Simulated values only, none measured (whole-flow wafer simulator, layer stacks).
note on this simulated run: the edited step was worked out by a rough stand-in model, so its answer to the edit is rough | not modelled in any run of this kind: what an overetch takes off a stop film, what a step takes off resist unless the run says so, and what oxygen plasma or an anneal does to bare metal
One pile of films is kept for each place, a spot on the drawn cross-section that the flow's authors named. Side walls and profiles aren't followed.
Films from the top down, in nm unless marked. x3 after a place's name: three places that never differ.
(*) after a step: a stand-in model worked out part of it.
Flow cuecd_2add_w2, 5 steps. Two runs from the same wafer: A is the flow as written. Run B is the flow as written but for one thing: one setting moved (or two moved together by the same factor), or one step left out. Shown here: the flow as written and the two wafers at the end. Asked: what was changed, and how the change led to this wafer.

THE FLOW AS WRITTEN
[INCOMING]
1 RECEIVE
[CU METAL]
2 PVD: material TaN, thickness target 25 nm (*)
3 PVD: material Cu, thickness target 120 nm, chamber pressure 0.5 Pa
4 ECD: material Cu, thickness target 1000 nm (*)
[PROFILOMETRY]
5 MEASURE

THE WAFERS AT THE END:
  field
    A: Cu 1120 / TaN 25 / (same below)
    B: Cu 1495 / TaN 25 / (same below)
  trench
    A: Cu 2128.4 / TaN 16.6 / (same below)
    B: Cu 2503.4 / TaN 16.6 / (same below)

The cause: step 4, ECD: thickness target 1375 nm was run, where the flow has thickness target 1000 nm.

How the change led to this, step by step:
  4 ECD: material Cu, thickness target 1000 nm (*)
      field: A Cu +1000 | B Cu +1375
      trench: A Cu +2047.6 | B Cu +2422.6
